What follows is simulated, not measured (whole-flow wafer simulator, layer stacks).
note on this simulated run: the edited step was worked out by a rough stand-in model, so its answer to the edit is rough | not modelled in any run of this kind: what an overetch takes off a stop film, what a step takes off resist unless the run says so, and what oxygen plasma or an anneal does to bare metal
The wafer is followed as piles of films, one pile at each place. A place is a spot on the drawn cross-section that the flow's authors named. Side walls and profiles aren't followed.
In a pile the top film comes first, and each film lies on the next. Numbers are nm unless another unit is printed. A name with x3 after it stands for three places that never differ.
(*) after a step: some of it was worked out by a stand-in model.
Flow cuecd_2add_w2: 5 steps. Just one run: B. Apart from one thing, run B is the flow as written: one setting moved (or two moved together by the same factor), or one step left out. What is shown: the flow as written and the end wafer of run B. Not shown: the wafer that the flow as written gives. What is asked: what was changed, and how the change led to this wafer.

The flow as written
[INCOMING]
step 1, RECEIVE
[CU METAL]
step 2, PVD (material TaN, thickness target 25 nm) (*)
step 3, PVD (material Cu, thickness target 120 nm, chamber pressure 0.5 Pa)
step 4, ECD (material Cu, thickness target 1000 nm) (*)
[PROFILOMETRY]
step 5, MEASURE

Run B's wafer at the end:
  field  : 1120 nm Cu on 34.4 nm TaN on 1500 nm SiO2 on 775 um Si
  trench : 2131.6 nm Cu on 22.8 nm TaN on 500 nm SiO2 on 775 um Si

What caused this: step 2, PVD: thickness target 34.4 nm was run, though the flow has thickness target 25 nm.
The wafer itself shows it: field has TaN 34.4, and step 2 as written asks for 25 nm.

Step by step, how the change led to this:
  step 2, PVD (material TaN, thickness target 25 nm) (*)
      field: +34.4 TaN (new film) (in the flow as written it would be: +25 TaN (new film))
      trench: +22.8 TaN (new film) (in the flow as written it would be: +16.6 TaN (new film))
